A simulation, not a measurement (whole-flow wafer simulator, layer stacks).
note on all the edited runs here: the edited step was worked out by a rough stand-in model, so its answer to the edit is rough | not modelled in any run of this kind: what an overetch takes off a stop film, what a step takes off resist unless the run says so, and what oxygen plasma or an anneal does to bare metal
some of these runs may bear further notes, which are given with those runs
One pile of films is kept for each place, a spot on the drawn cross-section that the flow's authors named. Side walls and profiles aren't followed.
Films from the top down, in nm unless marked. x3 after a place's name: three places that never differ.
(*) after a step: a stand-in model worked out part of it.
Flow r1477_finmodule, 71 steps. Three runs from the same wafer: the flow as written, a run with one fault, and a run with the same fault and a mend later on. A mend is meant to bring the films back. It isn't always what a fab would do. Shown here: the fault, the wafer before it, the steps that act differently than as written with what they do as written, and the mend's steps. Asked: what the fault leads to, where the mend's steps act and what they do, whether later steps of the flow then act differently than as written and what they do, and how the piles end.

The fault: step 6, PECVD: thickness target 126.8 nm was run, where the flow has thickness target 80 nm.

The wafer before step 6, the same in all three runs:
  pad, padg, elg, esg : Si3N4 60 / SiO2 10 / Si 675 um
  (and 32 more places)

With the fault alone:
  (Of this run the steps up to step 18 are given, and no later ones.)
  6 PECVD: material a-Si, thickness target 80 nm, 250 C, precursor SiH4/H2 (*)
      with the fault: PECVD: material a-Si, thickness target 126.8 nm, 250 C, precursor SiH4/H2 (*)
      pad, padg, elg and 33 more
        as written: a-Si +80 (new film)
        with the fault: a-Si +126.8 (new film)
  Later steps of the flow that act differently than as written:
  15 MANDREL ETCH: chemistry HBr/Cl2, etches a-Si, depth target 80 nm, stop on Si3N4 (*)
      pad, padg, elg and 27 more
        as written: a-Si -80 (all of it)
        with the fault: a-Si -80
  After step 18 the piles differ from the flow's by more than 2% or 0.5 nm, whichever is larger, at pad, padg, elg and 33 more.
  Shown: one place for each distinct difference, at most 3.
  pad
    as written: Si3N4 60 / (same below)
    with the fault: a-Si 46.8 / Si3N4 60 / (same below)
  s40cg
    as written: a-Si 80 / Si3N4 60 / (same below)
    with the fault: a-Si 126.8 / Si3N4 60 / (same below)

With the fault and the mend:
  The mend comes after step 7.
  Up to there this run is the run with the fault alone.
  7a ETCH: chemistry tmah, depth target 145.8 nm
      pad, padg, elg and 33 more
        a-Si -126.8 (all of it)
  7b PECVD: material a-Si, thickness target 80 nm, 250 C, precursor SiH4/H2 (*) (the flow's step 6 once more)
      pad, padg, elg and 33 more
        a-Si +80 (new film)
  No later step of the flow acts differently than as written at any place that is followed.
  At the end the piles are the same as the flow's at every place that both follow.
